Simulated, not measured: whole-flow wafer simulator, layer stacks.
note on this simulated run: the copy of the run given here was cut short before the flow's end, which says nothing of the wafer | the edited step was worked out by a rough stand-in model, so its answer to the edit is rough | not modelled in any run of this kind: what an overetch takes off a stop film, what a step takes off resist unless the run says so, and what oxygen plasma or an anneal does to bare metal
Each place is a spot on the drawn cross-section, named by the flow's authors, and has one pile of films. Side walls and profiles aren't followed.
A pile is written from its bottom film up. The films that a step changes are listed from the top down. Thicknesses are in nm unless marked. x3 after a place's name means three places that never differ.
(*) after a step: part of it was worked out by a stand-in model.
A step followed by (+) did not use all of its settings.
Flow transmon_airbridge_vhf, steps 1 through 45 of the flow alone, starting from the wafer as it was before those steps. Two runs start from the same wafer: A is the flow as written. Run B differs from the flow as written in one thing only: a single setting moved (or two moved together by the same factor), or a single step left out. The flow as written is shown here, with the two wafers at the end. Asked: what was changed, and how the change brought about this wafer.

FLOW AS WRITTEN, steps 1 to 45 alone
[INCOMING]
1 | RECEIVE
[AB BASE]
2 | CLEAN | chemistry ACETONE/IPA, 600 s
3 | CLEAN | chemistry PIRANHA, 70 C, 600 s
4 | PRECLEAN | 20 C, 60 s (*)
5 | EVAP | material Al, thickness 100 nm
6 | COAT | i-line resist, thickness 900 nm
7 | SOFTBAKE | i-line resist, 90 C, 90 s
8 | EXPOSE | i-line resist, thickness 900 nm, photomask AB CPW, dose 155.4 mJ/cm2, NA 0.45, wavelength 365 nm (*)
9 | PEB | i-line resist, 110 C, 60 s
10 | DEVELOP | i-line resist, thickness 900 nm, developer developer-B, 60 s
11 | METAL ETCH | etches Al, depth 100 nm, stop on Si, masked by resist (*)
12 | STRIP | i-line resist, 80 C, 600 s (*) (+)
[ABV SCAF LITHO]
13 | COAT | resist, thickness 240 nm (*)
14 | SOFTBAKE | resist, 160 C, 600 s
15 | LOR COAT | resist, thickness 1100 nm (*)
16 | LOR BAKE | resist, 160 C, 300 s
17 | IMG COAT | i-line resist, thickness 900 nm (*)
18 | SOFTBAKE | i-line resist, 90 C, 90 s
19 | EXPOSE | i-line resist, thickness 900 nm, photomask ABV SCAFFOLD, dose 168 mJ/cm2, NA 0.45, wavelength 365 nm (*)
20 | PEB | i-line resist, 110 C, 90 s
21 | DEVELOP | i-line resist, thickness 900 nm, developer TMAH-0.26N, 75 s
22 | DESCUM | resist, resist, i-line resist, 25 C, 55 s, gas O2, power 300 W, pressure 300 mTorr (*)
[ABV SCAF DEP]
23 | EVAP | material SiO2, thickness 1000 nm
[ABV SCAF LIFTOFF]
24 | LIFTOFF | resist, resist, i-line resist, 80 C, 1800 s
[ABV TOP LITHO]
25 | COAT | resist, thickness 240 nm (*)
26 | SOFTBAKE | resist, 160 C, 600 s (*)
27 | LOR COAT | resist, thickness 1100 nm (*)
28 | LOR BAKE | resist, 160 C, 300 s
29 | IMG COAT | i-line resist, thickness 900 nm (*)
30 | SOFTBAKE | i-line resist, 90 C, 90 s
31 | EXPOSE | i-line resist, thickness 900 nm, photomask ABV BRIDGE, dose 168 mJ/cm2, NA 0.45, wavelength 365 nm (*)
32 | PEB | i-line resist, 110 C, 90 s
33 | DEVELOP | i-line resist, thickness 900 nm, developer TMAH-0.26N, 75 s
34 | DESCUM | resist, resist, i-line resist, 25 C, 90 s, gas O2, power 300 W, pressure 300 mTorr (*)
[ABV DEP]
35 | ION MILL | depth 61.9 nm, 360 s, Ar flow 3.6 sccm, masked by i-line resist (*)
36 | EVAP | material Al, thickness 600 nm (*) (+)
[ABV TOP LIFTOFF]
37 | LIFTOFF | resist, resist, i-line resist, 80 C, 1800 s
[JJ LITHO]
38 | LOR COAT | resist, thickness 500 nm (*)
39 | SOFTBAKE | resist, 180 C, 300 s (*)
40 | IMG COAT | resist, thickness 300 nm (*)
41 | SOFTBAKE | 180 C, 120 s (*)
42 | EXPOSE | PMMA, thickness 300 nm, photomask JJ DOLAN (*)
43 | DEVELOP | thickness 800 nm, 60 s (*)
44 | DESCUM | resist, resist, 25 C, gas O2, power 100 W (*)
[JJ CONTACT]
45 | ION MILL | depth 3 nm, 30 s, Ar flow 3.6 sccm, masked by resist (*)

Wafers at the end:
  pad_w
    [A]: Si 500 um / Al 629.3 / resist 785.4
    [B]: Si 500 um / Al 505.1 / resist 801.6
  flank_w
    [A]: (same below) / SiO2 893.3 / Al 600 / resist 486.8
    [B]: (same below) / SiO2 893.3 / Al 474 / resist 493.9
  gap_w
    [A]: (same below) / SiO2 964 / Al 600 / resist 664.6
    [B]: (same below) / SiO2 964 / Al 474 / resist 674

The reason: step 36, EVAP: thickness 474 nm was run, though the flow has thickness 600 nm.
One can read it off the wafer: flank_w has Al 474, and step 36 as written asks for 600 nm.

The path from the change to this, step by step:
  36 | EVAP | material Al, thickness 600 nm (*) (+)
      field x3, jj_line, ground_far and 10 more: A Al gains 600 (new film) | B Al gains 474 (new film)
      pad_w, pad_e: A Al gains 591.2 | B Al gains 467.1
  37 | LIFTOFF | resist, resist, i-line resist, 80 C, 1800 s
      field x3, jj_line, trace_open_s x2: A Al loses 600 (all of it), i-line resist loses 600 (all of it), resist loses 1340 (all of it) | B Al loses 474 (all of it), i-line resist loses 600 (all of it), resist loses 1340 (all of it)
      margin_s, margin_n: A Al loses 600 (all of it), i-line resist loses 318.3 (all of it), resist loses 992 (all of it) | B Al loses 474 (all of it), i-line resist loses 318.3 (all of it), resist loses 992 (all of it)
      (also at 1 further place)
  38 | LOR COAT | resist, thickness 500 nm (*)
      pad_w, pad_e: A resist gains 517 (new film) | B resist gains 527.8 (new film)
      margin_s, margin_n: A resist gains 445.3 (new film) | B resist gains 434.7 (new film)
      (also at 1 further place)
  40 | IMG COAT | resist, thickness 300 nm (*)
      bridge_strip: A resist gains 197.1 | B resist gains 204.7
